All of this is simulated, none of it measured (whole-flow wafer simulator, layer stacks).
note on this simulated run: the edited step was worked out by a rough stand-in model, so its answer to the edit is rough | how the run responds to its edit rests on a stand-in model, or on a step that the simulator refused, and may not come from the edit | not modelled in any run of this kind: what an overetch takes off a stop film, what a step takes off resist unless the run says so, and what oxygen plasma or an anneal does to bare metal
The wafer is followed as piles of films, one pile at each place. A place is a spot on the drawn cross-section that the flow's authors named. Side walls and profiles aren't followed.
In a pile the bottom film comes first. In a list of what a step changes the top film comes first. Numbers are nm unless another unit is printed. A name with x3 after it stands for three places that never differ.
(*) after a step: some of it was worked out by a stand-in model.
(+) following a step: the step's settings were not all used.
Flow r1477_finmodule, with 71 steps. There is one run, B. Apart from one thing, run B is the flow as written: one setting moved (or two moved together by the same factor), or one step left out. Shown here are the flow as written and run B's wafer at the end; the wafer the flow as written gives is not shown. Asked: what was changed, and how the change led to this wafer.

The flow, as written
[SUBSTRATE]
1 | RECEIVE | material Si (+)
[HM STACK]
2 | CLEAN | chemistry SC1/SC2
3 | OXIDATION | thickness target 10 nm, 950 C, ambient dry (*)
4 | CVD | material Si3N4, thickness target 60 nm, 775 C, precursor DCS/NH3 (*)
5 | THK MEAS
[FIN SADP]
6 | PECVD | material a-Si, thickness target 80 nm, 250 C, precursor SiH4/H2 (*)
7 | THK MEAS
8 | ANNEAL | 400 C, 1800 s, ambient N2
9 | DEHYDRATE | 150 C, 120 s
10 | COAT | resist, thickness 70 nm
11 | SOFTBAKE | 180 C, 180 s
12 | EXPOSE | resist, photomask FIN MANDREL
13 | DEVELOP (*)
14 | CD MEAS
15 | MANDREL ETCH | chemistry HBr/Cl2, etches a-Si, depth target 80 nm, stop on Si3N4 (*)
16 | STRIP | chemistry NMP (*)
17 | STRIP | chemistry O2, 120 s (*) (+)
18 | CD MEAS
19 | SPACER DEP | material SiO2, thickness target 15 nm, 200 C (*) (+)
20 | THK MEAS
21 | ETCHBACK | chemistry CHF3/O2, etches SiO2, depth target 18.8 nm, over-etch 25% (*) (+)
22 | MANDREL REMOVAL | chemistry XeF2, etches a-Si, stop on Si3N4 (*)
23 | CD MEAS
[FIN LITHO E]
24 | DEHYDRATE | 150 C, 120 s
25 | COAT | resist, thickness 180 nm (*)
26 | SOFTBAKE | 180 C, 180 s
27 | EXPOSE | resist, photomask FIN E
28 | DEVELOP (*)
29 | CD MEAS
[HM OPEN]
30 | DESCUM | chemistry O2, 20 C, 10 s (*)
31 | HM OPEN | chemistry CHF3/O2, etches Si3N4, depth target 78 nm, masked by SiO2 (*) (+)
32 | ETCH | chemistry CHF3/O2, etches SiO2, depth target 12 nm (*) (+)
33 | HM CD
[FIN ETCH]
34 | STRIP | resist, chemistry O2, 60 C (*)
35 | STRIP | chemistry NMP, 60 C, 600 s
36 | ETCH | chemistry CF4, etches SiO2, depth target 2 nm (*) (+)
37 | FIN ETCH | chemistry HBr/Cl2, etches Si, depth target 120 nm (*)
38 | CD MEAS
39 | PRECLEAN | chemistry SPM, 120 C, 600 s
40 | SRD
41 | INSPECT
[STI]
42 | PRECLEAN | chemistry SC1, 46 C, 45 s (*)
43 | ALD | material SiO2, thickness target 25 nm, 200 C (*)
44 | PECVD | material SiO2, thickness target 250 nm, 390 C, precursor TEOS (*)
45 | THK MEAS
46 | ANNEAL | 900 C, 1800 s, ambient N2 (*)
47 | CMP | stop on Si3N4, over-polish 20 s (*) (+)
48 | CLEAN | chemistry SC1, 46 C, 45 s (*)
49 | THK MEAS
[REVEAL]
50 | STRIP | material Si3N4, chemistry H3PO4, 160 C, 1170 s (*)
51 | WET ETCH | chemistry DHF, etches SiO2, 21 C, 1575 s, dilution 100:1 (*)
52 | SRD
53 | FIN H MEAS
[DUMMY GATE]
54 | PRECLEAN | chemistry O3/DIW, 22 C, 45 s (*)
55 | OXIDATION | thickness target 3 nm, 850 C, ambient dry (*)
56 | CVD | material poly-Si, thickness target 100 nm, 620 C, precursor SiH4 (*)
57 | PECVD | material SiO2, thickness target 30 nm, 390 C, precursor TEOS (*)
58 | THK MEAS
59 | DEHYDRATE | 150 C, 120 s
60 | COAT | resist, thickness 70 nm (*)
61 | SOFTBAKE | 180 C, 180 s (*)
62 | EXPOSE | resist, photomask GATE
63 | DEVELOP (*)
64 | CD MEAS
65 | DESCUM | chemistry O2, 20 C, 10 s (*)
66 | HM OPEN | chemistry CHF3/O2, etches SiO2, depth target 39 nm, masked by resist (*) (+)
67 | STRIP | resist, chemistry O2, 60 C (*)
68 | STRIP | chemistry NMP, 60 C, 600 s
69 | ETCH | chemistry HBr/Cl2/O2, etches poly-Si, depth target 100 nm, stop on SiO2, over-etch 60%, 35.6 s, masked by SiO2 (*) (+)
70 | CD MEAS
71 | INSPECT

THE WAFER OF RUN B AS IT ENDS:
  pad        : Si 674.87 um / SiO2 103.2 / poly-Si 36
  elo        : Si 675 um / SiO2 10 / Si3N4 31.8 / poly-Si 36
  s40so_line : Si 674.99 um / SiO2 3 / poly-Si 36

The reason: step 57, PECVD: thickness target 43.8 nm was run, though the flow has thickness target 30 nm.

Step by step, how the change led to this:
  57 | PECVD | material SiO2, thickness target 30 nm, 390 C, precursor TEOS (*)
      pad, padg, elg and 33 more: +43.8 SiO2 (new film) (in the flow as written it would be: +30 SiO2 (new film))
  66 | HM OPEN | chemistry CHF3/O2, etches SiO2, depth target 39 nm, masked by resist (*) (+)
      pad, elo, eso and 15 more: -39 SiO2 (in the flow as written it would be: -30 SiO2 (all of it), -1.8 poly-Si)
  67 | STRIP | resist, chemistry O2, 60 C (*)
      pad, elo, eso and 15 more: nothing (in the flow as written it would be: +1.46 chemical SiO2 (new film), -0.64 poly-Si)
  69 | ETCH | chemistry HBr/Cl2/O2, etches poly-Si, depth target 100 nm, stop on SiO2, over-etch 60%, 35.6 s, masked by SiO2 (*) (+)
      pad, eso, e40so and 8 more: -4.8 SiO2 (all of it), -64 poly-Si (in the flow as written it would be: -1.46 chemical SiO2 (all of it), -97.6 poly-Si (all of it), -0.42 SiO2)
      elo, e40lo, e100lo, e200lo: -4.8 SiO2 (all of it), -64 poly-Si (in the flow as written it would be: -1.46 chemical SiO2 (all of it), -97.6 poly-Si (all of it), -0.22 Si3N4)
      (also at 3 further places)
